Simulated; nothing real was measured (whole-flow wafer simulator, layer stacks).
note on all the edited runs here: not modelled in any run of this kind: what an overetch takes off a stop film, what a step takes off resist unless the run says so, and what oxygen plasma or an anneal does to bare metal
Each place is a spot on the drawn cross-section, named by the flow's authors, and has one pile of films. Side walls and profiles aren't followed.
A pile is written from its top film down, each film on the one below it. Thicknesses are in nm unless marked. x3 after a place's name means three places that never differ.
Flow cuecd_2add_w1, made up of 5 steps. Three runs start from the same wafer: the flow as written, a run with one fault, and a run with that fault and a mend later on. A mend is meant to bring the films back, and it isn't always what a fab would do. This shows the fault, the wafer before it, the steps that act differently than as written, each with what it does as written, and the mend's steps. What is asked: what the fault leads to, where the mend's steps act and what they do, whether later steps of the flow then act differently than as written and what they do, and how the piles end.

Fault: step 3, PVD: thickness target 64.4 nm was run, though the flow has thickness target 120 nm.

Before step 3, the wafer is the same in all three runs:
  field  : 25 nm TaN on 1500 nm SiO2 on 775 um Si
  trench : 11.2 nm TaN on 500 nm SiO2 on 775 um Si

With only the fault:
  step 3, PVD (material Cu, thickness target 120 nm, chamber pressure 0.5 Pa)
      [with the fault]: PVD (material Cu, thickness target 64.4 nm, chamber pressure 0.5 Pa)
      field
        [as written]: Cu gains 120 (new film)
        [with the fault]: Cu gains 64.4 (new film)
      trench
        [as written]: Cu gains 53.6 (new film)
        [with the fault]: Cu gains 29.3 (new film)
  Every later step of the flow that is run acts as written, at every place that is followed, to within 2% or 0.5 nm, whichever is larger.
  By the end, the piles at field, trench depart from the flow's by more than 2% or 0.5 nm, whichever is larger.
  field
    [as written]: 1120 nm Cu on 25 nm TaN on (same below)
    [with the fault]: 1064.4 nm Cu on 25 nm TaN on (same below)
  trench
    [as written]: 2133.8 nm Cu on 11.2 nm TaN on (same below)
    [with the fault]: 2078.2 nm Cu on 11.2 nm TaN on (same below)

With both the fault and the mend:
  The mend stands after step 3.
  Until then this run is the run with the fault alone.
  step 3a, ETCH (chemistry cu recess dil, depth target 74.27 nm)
      field
        Cu loses 64.4 (all of it)
      trench
        Cu loses 29.3 (all of it)
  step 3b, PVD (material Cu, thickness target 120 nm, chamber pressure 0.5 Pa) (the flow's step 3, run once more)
      field
        Cu gains 120 (new film)
      trench
        Cu gains 53.6 (new film)
  Every later step of the flow that is run acts as written at every place that is followed.
  The piles end the same as the flow's at every place that both follow.
